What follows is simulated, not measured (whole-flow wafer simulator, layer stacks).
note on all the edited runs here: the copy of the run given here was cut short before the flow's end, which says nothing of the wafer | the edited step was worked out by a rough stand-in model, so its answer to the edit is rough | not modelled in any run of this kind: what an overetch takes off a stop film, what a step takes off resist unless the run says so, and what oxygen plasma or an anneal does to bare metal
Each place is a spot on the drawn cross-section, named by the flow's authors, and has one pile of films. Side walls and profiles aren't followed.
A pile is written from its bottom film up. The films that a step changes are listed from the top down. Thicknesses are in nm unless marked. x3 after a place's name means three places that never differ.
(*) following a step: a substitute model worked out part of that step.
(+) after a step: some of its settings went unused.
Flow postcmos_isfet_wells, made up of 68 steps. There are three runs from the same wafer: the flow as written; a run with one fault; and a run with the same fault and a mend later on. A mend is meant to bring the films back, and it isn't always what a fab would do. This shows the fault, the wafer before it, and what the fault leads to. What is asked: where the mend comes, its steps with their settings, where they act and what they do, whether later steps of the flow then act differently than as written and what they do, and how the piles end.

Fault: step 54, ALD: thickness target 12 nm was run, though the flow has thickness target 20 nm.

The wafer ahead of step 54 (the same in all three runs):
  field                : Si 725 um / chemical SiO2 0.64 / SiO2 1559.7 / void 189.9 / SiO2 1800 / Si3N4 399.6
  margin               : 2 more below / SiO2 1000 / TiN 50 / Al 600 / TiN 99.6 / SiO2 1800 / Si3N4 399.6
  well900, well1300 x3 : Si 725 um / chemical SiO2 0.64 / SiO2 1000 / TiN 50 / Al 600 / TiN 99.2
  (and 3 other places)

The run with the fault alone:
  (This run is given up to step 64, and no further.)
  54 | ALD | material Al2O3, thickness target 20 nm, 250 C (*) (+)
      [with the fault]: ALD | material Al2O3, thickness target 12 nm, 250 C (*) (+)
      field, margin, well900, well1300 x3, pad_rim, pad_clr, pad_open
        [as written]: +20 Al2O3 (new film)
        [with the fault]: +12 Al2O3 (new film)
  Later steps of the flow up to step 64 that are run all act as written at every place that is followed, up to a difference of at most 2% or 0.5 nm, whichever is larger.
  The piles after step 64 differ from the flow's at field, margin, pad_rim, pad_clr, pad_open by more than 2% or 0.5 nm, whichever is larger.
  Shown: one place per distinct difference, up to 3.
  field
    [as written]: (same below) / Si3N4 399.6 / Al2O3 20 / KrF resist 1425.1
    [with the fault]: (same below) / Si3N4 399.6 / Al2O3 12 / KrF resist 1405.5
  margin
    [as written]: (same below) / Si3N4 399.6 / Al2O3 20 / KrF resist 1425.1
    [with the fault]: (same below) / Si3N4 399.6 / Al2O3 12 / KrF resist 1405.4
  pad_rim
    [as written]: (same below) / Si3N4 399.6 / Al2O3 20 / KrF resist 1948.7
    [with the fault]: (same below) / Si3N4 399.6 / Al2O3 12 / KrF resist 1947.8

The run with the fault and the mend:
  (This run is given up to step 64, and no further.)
  The mend stands after step 54.
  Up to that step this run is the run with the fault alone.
  54a | ALD | material Al2O3, thickness target 8 nm, 250 C (*) (+) (a further turn of the flow's step 54, with different settings)
      field, margin, well900, well1300 x3, pad_rim, pad_clr, pad_open
        +8 Al2O3
  Later steps of the flow up to step 64 that are run all act as written at every place that is followed.
  The piles after step 64 are the same as the flow's at every place that both follow.
